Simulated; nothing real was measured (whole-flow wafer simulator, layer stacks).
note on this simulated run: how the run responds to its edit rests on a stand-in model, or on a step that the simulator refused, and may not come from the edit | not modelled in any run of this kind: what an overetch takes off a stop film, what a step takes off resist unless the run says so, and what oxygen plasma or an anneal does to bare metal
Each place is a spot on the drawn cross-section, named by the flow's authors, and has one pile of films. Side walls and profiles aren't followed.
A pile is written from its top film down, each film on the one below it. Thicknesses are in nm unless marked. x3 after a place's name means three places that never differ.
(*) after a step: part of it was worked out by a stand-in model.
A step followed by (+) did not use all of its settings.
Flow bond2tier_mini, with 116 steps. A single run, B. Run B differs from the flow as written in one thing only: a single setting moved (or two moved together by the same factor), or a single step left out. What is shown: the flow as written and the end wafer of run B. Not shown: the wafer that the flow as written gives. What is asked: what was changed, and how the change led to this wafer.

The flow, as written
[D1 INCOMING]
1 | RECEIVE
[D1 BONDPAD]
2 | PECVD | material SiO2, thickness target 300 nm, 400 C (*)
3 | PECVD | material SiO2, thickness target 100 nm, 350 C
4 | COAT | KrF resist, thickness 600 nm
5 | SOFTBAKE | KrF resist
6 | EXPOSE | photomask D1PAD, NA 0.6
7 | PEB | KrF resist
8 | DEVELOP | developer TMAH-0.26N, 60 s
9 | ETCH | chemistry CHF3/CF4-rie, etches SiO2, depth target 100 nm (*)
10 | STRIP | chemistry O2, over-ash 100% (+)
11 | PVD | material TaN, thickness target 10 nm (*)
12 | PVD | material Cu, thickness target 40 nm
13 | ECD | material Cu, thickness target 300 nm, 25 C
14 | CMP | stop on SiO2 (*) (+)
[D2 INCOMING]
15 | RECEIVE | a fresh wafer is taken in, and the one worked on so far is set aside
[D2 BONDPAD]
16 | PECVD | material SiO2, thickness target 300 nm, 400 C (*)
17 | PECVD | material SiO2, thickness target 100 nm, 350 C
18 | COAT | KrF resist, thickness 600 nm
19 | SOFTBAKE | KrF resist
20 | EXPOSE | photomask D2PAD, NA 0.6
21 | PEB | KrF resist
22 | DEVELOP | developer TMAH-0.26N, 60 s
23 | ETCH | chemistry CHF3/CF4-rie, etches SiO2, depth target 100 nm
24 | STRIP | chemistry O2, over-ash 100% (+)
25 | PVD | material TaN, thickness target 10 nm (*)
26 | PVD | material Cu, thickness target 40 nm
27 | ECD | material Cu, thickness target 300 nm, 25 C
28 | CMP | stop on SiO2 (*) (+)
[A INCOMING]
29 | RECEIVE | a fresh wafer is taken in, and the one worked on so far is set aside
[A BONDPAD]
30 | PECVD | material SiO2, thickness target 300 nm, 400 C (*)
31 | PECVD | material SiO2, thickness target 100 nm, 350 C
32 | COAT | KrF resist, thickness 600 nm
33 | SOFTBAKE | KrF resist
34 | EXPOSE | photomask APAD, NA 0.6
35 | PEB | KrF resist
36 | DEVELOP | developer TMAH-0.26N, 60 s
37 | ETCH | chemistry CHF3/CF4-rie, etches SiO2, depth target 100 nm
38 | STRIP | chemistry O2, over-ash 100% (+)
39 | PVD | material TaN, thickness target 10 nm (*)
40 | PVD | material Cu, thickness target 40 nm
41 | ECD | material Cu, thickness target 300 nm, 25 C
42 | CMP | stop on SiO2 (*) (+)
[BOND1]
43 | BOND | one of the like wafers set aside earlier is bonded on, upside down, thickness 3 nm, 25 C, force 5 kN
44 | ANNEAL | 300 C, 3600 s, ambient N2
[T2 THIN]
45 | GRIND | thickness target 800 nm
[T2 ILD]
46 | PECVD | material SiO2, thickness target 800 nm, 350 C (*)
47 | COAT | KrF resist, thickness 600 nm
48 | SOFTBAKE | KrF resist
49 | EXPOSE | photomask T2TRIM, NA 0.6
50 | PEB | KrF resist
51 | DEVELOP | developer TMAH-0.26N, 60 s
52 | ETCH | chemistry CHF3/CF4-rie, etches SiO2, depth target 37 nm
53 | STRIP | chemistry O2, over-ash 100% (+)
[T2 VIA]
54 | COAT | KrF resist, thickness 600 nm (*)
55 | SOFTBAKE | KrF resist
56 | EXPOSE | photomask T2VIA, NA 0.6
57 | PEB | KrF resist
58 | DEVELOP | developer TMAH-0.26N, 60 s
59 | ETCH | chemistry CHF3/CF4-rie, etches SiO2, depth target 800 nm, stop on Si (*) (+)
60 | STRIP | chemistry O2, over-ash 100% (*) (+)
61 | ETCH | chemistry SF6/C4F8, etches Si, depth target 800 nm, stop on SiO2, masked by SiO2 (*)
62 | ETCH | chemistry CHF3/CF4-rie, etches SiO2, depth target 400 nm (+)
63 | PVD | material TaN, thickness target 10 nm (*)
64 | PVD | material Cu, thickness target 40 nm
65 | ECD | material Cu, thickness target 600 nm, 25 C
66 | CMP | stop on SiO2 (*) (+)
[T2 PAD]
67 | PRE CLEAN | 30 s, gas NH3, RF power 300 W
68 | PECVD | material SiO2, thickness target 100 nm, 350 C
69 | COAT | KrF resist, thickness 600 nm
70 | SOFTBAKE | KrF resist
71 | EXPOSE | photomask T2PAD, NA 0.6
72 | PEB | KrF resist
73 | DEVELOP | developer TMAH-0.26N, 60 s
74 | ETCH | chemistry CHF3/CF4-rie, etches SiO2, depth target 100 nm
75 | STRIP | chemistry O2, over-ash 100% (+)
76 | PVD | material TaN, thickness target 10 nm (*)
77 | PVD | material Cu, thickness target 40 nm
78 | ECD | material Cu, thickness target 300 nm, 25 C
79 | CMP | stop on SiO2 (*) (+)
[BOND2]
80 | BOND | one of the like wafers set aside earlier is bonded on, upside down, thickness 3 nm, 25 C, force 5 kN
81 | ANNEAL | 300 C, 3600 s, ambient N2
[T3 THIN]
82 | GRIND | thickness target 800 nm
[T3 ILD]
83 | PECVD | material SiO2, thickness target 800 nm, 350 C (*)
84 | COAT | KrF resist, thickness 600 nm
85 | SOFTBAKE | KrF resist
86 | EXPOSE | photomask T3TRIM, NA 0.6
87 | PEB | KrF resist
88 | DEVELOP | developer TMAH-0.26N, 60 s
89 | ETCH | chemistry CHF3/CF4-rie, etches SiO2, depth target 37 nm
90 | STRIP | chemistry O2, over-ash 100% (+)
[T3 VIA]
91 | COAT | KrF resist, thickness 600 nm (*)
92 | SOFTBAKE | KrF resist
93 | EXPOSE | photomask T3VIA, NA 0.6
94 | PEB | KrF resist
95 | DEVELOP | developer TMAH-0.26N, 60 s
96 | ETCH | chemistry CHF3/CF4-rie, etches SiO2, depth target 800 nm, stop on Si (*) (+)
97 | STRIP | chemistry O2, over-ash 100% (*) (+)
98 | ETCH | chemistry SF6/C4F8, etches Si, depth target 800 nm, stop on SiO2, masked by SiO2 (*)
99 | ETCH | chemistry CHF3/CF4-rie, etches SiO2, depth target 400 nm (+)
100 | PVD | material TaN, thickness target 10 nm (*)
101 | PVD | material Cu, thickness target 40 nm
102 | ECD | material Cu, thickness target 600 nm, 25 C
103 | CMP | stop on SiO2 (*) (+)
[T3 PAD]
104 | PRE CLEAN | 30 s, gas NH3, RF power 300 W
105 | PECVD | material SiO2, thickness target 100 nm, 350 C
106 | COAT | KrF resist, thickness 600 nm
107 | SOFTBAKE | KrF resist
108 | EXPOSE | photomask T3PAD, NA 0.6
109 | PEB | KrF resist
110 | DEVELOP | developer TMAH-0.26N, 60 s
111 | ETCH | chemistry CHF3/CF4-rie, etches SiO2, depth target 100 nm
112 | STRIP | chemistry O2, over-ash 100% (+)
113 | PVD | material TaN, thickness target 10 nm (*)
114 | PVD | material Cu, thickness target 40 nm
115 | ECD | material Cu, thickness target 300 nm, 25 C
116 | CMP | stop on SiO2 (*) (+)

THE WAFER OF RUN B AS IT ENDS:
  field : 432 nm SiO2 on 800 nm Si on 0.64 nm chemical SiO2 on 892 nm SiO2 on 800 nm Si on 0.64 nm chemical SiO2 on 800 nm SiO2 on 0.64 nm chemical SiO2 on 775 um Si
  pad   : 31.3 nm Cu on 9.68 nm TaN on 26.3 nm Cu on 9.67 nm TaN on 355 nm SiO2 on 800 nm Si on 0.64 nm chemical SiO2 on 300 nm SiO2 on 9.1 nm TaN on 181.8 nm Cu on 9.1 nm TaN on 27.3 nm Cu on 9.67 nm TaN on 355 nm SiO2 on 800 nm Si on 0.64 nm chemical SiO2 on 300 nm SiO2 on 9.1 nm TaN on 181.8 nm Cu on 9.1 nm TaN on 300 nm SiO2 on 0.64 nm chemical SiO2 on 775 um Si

The reason: step 105, PECVD: thickness target 40 nm was run, whereas the flow has thickness target 100 nm.

How this came from the change, step by step:
  105 | PECVD | material SiO2, thickness target 100 nm, 350 C
      field: SiO2 gains 40 (in the flow as written it would be: SiO2 gains 100)
      pad: SiO2 gains 40 (new film) (in the flow as written it would be: SiO2 gains 100 (new film))
  111 | ETCH | chemistry CHF3/CF4-rie, etches SiO2, depth target 100 nm
      pad: SiO2 loses 40 (all of it), Cu loses 1 (in the flow as written it would be: SiO2 loses 100 (all of it))
      field: KrF resist loses 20 (in the flow as written it would be: KrF resist loses 33.3)
  112 | STRIP | chemistry O2, over-ash 100% (+)
      field: KrF resist loses 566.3 (all of it) (in the flow as written it would be: KrF resist loses 552.9 (all of it))
  113 | PVD | material TaN, thickness target 10 nm (*)
      pad: TaN gains 9.68 (new film) (in the flow as written it would be: TaN gains 9.1 (new film))
  114 | PVD | material Cu, thickness target 40 nm
      pad: Cu gains 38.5 (new film) (in the flow as written it would be: Cu gains 36.4 (new film))
  115 | ECD | material Cu, thickness target 300 nm, 25 C
      pad: Cu gains 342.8 (in the flow as written it would be: Cu gains 404.5)
